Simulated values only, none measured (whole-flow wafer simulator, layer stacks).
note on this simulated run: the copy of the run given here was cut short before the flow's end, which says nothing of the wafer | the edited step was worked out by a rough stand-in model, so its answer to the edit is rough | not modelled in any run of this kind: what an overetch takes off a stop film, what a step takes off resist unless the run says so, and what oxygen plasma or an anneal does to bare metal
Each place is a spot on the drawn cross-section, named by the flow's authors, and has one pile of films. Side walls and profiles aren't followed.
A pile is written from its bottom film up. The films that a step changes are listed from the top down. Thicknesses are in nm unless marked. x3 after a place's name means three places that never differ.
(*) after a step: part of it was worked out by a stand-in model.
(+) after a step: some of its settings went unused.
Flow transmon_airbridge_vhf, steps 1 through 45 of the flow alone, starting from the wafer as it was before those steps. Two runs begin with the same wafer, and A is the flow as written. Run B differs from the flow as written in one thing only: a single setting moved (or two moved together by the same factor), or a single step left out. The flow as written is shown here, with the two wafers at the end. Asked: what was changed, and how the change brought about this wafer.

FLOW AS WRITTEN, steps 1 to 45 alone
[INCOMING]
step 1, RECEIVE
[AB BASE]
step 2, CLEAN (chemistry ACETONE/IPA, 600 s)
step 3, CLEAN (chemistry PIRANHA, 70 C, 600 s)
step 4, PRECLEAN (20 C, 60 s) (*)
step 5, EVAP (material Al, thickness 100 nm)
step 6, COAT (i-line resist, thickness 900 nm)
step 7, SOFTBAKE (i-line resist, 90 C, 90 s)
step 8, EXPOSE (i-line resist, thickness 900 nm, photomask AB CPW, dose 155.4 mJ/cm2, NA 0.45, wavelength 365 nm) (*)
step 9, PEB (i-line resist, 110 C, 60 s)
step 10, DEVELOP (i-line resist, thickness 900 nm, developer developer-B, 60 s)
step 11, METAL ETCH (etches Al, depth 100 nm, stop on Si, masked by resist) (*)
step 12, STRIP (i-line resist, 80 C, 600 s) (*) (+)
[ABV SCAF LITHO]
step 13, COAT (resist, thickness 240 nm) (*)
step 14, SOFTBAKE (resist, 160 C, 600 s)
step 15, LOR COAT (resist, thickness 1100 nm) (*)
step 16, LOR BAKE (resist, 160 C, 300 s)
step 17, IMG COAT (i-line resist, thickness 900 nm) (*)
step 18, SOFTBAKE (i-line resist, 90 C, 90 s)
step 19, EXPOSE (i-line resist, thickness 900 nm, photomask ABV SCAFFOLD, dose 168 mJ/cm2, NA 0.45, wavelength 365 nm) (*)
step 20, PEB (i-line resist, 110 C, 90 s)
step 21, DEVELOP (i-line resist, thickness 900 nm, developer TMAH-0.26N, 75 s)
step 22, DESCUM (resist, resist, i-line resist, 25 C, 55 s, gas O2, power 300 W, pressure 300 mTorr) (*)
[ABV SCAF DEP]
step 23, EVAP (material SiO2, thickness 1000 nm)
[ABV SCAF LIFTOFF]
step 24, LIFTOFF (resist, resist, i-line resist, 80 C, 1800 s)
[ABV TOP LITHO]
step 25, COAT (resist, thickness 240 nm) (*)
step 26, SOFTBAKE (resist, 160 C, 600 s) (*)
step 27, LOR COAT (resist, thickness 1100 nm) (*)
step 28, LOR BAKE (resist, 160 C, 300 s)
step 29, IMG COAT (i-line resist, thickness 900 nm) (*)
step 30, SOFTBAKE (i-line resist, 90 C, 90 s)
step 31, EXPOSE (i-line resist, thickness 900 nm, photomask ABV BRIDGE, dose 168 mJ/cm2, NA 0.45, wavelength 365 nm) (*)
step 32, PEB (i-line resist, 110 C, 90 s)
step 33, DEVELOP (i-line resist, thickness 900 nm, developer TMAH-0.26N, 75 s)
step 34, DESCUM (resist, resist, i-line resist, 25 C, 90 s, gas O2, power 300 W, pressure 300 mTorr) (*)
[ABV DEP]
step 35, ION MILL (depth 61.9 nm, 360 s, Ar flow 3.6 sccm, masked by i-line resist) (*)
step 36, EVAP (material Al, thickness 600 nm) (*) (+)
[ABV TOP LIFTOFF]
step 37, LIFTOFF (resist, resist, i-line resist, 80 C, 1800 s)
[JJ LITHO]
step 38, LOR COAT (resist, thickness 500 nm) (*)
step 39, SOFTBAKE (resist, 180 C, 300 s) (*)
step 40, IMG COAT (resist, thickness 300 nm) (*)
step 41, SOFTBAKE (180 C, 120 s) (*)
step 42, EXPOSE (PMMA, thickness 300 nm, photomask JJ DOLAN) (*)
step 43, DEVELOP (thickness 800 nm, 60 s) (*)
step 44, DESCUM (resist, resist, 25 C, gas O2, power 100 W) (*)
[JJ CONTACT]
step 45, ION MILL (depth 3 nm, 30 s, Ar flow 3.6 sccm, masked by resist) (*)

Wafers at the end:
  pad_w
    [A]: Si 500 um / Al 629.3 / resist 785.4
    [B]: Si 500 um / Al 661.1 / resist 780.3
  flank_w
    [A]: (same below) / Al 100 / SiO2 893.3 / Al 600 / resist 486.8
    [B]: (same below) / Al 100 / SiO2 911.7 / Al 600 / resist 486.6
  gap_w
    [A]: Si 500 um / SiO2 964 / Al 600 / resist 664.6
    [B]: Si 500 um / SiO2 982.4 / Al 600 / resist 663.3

What caused this: step 35, ION MILL: depth 30.3 nm was run, while the flow as written has depth 61.9 nm; step 35, ION MILL: 176 s was run, where the flow has 360 s.

The path from the change to this, step by step:
  step 35, ION MILL (depth 61.9 nm, 360 s, Ar flow 3.6 sccm, masked by i-line resist) (*)
      field x3, jj_line, ground_far, trace_open_s x2, margin_s, margin_n: A i-line resist loses 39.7 | B i-line resist loses 19.4
      flank_w, gap_w, cpw_trace, gap_e, flank_e, bridge_strip: A SiO2 loses 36 | B SiO2 loses 17.6
      (as well as at 2 more places)
  step 37, LIFTOFF (resist, resist, i-line resist, 80 C, 1800 s)
      field x3, jj_line, trace_open_s x2: A Al loses 600 (all of it), i-line resist loses 600 (all of it), resist loses 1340 (all of it) | B Al loses 600 (all of it), i-line resist loses 620.3 (all of it), resist loses 1340 (all of it)
      margin_s, margin_n: A Al loses 600 (all of it), i-line resist loses 318.3 (all of it), resist loses 992 (all of it) | B Al loses 600 (all of it), i-line resist loses 338.6 (all of it), resist loses 992 (all of it)
      (as well as at 1 more place)
